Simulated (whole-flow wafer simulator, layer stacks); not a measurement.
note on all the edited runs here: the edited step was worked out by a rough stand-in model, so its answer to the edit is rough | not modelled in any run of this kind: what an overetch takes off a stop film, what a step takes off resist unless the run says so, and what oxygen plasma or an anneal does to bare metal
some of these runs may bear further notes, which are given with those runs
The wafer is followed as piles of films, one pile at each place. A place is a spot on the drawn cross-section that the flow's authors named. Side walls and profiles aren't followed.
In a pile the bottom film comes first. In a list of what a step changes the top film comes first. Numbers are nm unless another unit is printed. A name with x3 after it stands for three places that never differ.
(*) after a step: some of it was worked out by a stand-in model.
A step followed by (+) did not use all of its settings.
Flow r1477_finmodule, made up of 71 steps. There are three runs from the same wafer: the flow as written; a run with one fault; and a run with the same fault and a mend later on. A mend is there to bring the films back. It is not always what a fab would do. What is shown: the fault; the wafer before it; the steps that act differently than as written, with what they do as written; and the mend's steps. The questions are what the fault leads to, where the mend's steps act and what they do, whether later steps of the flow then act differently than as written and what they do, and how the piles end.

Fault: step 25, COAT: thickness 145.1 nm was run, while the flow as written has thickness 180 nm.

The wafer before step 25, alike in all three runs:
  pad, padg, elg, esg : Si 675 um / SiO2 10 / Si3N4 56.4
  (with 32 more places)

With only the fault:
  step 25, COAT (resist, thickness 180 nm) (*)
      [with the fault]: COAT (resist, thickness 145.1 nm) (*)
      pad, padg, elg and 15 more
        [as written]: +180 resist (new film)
        [with the fault]: +145.1 resist (new film)
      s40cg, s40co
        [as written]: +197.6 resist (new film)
        [with the fault]: +162.7 resist (new film)
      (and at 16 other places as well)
  Steps later in the flow that act otherwise than as written (4 more steps, not shown, differ only slightly: by at most 2% or 0.5 nm, whichever is larger):
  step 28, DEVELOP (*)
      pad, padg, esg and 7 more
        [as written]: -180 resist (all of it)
        [with the fault]: -145.1 resist (all of it)
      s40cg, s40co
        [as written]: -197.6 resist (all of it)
        [with the fault]: -162.7 resist (all of it)
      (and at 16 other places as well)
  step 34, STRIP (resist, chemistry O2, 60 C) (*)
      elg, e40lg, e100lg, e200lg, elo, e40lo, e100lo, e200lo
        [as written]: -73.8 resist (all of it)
        [with the fault]: -38.9 resist (all of it)
  At the end the piles are close to the flow's at the places that both follow, differing by at most 2% or 0.5 nm, whichever is larger.

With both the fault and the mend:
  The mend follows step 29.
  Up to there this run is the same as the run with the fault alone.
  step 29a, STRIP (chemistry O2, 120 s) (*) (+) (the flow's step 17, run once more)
      elg, e40lg, e100lg, e200lg, elo, e40lo, e100lo, e200lo
        -145.1 resist (all of it)
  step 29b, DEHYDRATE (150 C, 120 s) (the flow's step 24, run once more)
      leaves every film unchanged at each place that is followed
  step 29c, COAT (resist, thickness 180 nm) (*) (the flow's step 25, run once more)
      pad, padg, elg and 15 more
        +180 resist (new film)
      s40cg, s40co
        +197.6 resist (new film)
      s40sg, s40so
        +201.2 resist (new film)
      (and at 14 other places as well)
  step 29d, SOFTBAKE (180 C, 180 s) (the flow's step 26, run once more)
      leaves every film unchanged at each place that is followed
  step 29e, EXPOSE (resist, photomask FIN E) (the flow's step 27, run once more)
      leaves every film unchanged at each place that is followed
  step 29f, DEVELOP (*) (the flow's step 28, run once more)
      pad, padg, esg and 7 more
        -180 resist (all of it)
      s40cg, s40co
        -197.6 resist (all of it)
      s40sg, s40so
        -201.2 resist (all of it)
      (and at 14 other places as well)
  Later steps of the flow that are run all act as written at every place that is followed.
  At every place that both follow, the piles at the end match the flow's.
